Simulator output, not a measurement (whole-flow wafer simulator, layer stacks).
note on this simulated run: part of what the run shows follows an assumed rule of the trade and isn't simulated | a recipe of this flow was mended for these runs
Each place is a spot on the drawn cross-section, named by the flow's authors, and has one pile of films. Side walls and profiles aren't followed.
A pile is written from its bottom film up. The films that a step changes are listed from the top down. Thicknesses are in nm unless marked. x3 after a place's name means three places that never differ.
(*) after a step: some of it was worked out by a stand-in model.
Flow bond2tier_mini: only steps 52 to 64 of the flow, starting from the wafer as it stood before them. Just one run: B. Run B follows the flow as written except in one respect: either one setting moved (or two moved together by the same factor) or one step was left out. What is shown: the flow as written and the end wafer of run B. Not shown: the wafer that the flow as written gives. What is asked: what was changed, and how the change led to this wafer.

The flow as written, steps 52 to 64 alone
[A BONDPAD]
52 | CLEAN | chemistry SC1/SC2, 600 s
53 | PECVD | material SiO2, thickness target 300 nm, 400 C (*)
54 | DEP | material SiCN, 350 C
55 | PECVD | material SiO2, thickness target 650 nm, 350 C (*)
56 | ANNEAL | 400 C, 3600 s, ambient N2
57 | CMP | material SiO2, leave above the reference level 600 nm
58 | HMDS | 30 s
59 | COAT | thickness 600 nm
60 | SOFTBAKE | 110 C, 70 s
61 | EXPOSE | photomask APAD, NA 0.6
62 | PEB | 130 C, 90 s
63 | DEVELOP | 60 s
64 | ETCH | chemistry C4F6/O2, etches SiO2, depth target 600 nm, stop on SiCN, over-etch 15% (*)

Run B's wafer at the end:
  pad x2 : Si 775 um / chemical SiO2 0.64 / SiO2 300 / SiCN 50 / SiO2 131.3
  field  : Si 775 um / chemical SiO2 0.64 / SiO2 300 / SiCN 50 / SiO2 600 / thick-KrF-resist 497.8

Cause: step 64, ETCH: depth target 407.6 nm was run, while the flow as written has depth target 600 nm.

The path from the change to this, step by step:
  64 | ETCH | chemistry C4F6/O2, etches SiO2, depth target 600 nm, stop on SiCN, over-etch 15% (*)
      pad x2: -468.7 SiO2 (as written it would have been: -600 SiO2 (all of it), -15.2 SiCN)
      field: -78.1 thick-KrF-resist (as written it would have been: -115 thick-KrF-resist)
